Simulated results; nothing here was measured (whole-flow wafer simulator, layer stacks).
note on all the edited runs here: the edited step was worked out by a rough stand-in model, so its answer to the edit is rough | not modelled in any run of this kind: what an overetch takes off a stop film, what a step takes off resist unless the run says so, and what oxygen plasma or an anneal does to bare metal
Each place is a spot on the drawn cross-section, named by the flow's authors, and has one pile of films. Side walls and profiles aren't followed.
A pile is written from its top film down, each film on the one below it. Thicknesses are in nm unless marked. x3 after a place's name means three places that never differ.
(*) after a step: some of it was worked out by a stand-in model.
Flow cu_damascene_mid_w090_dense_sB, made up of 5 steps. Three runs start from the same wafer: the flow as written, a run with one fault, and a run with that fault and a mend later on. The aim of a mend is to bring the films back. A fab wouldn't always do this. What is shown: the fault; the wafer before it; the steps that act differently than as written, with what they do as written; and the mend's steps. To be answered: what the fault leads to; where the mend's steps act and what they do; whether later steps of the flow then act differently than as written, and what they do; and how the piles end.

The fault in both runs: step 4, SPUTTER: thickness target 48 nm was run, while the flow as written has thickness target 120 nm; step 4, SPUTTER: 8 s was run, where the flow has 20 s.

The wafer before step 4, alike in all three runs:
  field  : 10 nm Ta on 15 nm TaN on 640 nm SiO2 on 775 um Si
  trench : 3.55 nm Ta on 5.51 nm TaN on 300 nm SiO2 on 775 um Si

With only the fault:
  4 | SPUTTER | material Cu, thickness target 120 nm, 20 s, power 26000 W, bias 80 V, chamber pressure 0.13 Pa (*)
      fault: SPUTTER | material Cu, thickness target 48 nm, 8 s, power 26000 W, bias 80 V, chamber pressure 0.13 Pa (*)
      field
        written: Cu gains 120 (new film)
        fault: Cu gains 48 (new film)
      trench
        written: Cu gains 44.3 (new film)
        fault: Cu gains 17.7 (new film)
  Steps later in the flow that act otherwise than as written:
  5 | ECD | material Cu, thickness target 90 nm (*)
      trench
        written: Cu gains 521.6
        fault: Cu gains 476.2
  By the end, the piles at field, trench depart from the flow's by more than 2% or 0.5 nm, whichever is larger.
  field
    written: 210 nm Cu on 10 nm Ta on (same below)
    fault: 138 nm Cu on 10 nm Ta on (same below)
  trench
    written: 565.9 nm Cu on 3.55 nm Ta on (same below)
    fault: 493.9 nm Cu on 3.55 nm Ta on (same below)

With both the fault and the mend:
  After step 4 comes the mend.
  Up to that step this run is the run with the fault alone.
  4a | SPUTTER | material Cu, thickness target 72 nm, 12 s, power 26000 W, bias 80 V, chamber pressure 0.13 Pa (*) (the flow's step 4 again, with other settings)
      field
        Cu gains 72
      trench
        Cu gains 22
  Later steps of the flow that are run all act as written at every place that is followed, up to a difference of at most 2% or 0.5 nm, whichever is larger.
  By the end, the piles equal the flow's at every place that both follow.
